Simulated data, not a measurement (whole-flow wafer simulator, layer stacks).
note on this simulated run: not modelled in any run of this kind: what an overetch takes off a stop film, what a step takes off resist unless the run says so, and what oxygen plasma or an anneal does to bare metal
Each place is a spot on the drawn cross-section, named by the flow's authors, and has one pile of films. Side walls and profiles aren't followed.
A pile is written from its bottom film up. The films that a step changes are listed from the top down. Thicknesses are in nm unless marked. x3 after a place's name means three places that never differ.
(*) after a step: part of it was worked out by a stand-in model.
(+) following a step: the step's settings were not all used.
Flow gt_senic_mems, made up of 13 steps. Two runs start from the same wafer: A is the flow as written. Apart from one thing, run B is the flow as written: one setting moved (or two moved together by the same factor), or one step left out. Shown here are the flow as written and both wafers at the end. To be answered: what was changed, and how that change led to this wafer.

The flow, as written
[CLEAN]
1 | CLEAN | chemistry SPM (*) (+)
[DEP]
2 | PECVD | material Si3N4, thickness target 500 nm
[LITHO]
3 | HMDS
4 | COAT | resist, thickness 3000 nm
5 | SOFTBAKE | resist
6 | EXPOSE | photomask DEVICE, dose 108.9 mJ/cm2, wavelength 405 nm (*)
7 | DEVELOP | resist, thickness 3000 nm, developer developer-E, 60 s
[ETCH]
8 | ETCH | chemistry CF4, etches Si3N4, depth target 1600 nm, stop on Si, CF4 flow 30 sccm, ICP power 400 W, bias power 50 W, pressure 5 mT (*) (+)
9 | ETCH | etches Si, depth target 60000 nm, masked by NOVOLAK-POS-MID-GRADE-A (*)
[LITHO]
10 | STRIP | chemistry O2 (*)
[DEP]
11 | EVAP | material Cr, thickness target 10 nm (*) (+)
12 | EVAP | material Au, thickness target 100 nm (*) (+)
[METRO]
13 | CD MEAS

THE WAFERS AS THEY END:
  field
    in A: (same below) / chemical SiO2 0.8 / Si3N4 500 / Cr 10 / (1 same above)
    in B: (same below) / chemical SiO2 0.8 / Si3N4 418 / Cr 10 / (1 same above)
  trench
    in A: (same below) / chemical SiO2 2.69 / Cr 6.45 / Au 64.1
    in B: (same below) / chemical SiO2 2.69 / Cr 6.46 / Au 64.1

Cause: step 2, PECVD: thickness target 418 nm was run, whereas the flow has thickness target 500 nm.
The wafer lets one read it off: field has Si3N4 418, and step 2 as written asks for 500 nm.

The path from the change to this, step by step:
  2 | PECVD | material Si3N4, thickness target 500 nm
      field, trench: A +500 Si3N4 (new film) | B +418 Si3N4 (new film)
  8 | ETCH | chemistry CF4, etches Si3N4, depth target 1600 nm, stop on Si, CF4 flow 30 sccm, ICP power 400 W, bias power 50 W, pressure 5 mT (*) (+)
      field: A -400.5 resist | B -345.9 resist
      trench: A -500 Si3N4 (all of it), -0.8 chemical SiO2 (all of it) | B -418 Si3N4 (all of it), -0.8 chemical SiO2 (all of it)
  10 | STRIP | chemistry O2 (*)
      field: A -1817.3 resist (all of it) | B -1872 resist (all of it)
